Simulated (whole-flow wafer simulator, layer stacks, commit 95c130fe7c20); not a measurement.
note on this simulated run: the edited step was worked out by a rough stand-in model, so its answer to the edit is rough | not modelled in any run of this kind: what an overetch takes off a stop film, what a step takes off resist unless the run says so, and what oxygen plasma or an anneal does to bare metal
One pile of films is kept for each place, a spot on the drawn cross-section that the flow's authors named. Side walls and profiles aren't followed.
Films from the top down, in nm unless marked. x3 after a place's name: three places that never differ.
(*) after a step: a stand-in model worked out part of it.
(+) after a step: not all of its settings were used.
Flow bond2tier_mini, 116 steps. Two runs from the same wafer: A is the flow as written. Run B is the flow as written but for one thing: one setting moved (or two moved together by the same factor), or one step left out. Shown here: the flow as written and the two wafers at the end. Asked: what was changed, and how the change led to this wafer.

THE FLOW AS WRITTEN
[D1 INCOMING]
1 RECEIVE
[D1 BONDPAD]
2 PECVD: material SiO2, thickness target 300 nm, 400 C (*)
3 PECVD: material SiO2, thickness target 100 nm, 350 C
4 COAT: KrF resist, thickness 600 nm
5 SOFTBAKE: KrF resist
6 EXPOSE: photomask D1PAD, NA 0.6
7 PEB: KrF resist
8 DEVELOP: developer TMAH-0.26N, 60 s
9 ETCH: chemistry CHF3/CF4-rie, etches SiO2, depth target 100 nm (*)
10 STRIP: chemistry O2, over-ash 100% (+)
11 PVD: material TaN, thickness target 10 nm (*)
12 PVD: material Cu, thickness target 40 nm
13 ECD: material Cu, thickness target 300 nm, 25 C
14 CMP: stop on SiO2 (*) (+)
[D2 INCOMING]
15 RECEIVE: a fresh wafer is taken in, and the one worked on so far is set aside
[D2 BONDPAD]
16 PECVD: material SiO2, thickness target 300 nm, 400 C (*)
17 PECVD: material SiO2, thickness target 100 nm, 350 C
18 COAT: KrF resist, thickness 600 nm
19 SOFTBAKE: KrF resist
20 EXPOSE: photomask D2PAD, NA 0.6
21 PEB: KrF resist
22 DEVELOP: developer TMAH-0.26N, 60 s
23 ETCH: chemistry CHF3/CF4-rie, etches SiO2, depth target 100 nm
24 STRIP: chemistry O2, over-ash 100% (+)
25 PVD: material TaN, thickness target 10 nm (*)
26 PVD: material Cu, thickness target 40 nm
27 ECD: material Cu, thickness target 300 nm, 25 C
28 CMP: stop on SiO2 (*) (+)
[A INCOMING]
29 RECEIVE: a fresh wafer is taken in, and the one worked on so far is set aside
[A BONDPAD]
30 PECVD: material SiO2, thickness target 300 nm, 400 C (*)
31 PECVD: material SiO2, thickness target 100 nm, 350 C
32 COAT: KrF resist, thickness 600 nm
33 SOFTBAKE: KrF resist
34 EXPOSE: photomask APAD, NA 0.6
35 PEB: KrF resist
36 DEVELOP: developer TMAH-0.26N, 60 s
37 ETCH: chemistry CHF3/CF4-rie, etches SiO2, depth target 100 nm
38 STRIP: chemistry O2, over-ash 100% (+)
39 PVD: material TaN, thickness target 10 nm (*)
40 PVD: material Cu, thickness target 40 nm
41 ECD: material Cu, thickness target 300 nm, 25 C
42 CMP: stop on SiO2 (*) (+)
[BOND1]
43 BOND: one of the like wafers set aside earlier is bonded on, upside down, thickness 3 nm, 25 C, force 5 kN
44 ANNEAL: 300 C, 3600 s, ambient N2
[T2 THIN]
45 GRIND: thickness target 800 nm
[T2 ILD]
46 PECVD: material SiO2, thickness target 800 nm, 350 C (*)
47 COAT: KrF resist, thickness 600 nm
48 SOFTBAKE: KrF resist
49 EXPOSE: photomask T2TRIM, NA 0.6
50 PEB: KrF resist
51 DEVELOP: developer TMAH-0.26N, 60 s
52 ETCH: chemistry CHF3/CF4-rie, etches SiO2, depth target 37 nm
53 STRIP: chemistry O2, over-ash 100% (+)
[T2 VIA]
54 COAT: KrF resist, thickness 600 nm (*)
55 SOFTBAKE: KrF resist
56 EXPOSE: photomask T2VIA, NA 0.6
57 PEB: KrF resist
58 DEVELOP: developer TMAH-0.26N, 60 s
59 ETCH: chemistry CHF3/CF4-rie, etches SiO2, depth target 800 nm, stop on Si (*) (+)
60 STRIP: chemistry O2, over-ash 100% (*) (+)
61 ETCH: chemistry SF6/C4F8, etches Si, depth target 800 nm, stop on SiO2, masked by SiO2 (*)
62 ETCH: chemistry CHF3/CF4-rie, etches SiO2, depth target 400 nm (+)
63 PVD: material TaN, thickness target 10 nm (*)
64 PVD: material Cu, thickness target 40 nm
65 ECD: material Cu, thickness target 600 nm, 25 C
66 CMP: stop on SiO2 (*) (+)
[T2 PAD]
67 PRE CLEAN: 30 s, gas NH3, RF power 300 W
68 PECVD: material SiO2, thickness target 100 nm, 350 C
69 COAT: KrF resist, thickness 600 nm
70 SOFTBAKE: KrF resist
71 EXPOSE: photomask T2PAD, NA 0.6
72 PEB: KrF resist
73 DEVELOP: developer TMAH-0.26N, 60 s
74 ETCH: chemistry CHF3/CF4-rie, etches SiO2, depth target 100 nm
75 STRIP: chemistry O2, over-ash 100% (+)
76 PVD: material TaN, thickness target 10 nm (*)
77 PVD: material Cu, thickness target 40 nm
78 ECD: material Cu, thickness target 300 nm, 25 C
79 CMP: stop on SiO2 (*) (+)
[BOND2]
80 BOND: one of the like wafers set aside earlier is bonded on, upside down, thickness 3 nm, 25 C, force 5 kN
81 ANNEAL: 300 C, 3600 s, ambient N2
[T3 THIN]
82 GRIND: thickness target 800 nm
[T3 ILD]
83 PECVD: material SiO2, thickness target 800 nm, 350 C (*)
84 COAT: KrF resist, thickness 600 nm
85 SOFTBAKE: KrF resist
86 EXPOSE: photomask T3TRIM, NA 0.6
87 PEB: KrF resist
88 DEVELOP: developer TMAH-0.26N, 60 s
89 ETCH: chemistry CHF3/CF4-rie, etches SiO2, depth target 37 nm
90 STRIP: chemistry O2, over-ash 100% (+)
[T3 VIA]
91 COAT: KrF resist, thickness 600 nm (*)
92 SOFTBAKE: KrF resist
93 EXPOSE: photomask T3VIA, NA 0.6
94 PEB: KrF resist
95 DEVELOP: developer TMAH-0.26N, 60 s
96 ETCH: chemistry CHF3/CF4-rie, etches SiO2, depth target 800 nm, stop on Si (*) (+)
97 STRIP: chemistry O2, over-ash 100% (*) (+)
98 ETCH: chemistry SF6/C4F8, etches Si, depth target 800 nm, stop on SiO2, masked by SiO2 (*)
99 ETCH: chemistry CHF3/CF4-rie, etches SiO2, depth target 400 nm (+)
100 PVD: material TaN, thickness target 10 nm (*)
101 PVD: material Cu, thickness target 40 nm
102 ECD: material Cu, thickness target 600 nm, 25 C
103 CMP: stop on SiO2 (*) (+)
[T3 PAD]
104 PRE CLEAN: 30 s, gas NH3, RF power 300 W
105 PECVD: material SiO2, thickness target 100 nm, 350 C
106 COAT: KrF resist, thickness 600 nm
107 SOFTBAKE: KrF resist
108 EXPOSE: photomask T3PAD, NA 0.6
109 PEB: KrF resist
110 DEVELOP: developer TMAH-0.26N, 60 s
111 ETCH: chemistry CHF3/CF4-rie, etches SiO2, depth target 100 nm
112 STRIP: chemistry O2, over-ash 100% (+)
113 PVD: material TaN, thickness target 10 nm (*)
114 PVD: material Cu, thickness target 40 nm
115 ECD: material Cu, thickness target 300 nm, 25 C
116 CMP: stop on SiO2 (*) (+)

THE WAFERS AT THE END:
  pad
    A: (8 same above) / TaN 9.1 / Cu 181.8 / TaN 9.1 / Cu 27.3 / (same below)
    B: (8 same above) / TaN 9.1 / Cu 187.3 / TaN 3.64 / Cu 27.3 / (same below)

The cause: step 76, PVD: thickness target 4 nm was run, where the flow has thickness target 10 nm.

How the change led to this, step by step:
  76 PVD: material TaN, thickness target 10 nm (*)
      field: A TaN +10 (new film) | B TaN +4 (new film)
      pad: A TaN +9.1 (new film) | B TaN +3.64 (new film)
  79 CMP: stop on SiO2 (*) (+)
      field: A Cu -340 (all of it), TaN -10 (all of it) | B Cu -340 (all of it), TaN -4 (all of it)
